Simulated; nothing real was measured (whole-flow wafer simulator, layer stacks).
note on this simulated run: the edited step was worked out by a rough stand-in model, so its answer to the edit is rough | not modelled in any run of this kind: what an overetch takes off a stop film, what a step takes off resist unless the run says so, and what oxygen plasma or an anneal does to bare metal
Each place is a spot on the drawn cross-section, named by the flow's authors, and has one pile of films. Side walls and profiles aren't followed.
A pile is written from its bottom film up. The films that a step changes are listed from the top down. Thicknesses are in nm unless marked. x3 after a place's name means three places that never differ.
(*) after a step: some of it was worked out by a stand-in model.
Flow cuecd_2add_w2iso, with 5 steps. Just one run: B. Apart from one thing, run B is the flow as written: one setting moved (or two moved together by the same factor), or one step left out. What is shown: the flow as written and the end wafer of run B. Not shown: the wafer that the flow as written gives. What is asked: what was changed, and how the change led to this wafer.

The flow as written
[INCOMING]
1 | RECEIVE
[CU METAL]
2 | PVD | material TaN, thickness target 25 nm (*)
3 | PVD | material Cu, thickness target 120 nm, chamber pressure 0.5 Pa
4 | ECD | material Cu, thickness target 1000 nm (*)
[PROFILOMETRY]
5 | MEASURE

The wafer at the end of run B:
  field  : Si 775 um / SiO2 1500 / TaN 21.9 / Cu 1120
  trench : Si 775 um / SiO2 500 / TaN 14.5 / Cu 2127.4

What caused this: step 2, PVD: thickness target 21.9 nm was run, whereas the flow has thickness target 25 nm.
One can read it off the wafer: field has TaN 21.9, and step 2 as written asks for 25 nm.

The path from the change to this, step by step:
  2 | PVD | material TaN, thickness target 25 nm (*)
      field: +21.9 TaN (new film) (in the flow as written it would be: +25 TaN (new film))
      trench: +14.5 TaN (new film) (in the flow as written it would be: +16.6 TaN (new film))
